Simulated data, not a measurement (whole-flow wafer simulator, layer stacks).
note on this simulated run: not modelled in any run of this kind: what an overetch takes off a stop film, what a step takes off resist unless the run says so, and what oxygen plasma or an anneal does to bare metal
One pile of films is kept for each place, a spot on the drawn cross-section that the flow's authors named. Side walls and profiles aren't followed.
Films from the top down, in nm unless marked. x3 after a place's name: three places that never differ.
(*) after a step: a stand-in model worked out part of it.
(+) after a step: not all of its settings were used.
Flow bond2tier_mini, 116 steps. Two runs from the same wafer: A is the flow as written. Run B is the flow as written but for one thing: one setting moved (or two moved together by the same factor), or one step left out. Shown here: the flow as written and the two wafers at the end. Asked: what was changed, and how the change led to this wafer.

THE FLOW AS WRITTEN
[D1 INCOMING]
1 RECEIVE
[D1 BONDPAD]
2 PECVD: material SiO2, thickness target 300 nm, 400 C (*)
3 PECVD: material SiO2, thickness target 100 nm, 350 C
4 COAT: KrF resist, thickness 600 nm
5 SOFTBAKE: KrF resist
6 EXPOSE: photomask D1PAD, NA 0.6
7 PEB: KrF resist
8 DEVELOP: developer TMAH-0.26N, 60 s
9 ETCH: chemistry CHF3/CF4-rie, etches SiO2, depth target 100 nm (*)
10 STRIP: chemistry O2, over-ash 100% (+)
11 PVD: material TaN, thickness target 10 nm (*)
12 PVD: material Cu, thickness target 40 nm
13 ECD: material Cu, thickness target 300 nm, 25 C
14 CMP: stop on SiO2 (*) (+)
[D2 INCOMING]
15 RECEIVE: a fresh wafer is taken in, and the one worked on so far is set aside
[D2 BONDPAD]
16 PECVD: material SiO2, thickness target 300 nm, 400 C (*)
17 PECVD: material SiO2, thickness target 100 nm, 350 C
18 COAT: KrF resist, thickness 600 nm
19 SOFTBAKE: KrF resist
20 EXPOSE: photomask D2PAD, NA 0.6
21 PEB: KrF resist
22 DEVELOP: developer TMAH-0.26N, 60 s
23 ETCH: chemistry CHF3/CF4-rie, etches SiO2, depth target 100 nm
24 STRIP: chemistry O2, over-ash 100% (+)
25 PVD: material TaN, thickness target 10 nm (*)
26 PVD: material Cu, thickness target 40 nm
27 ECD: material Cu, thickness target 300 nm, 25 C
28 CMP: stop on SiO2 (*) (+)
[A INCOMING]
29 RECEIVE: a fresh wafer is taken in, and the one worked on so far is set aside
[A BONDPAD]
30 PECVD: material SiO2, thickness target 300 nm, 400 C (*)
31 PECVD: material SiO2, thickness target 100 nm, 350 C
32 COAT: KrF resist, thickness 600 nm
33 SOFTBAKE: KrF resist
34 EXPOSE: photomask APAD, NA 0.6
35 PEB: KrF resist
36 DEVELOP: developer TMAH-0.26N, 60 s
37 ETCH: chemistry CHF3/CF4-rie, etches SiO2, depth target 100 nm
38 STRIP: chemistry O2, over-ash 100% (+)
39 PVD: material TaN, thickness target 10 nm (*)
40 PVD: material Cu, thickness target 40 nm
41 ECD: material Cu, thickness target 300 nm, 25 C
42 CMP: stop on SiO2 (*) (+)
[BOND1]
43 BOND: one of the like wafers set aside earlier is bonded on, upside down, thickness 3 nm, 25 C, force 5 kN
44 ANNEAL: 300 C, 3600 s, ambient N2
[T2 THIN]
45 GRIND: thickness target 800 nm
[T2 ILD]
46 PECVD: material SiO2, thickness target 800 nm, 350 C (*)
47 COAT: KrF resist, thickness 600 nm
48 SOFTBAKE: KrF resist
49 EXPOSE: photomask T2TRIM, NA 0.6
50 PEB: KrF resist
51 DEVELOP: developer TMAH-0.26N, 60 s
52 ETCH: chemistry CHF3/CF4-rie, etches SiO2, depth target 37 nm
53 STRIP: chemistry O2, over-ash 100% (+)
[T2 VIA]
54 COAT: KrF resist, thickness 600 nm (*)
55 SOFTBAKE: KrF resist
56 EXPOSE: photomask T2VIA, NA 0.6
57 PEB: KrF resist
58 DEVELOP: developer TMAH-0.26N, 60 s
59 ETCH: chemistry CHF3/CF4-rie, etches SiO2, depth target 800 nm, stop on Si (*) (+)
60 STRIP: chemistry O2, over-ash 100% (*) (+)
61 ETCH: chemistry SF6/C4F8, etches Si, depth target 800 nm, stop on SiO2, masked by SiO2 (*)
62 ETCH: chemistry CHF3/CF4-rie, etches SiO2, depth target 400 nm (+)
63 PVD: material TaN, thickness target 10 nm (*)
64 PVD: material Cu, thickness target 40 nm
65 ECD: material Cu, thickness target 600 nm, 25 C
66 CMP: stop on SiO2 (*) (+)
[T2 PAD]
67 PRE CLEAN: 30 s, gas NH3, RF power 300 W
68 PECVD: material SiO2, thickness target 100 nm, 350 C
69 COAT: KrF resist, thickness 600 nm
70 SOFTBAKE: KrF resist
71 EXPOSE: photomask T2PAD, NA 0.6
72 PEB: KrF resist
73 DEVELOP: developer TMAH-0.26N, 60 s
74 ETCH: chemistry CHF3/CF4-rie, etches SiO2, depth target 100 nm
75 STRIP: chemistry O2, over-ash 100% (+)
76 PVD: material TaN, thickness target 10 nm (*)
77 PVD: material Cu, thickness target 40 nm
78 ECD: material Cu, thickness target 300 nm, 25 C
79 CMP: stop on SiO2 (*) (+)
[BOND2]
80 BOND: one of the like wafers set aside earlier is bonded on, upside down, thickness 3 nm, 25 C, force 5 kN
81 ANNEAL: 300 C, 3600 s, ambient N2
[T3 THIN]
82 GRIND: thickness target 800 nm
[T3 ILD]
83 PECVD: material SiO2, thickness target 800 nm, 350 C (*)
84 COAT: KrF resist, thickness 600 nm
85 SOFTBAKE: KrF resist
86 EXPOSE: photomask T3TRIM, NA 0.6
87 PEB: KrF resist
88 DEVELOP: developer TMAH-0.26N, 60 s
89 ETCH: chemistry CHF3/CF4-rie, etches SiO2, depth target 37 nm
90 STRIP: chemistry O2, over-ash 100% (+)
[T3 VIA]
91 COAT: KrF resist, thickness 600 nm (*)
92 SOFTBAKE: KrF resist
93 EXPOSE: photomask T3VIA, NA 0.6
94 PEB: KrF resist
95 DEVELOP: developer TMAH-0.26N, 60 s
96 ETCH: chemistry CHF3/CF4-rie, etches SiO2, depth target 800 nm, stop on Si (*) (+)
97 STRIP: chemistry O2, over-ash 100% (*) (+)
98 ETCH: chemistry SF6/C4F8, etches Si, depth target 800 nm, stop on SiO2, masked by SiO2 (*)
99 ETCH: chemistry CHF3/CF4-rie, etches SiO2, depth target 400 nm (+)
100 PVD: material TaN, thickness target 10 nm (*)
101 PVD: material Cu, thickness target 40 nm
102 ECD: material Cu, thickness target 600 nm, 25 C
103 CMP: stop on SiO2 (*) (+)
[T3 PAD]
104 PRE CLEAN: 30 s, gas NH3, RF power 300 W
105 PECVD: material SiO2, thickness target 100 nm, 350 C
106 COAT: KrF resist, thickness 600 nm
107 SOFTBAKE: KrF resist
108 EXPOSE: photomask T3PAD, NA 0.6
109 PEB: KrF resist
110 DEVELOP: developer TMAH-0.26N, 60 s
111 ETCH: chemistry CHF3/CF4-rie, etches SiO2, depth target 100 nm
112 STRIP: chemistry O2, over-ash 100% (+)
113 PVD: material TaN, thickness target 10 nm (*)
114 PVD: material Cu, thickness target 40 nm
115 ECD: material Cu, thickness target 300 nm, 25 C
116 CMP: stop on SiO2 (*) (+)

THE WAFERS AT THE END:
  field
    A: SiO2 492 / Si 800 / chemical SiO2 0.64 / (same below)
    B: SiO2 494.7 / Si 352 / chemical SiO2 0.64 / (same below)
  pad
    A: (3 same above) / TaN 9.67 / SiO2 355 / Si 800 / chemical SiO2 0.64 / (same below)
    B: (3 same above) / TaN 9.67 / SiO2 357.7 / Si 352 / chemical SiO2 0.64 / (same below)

The cause: step 82, GRIND: thickness target 352 nm was run, where the flow has thickness target 800 nm.
It can be read off the wafer: field has Si 352, and step 82 as written asks for 800 nm.

How the change led to this, step by step:
  82 GRIND: thickness target 800 nm
      field, pad: A Si -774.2 um | B Si -774.65 um
  98 ETCH: chemistry SF6/C4F8, etches Si, depth target 800 nm, stop on SiO2, masked by SiO2 (*)
      field, pad: A SiO2 -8 | B SiO2 -5.28
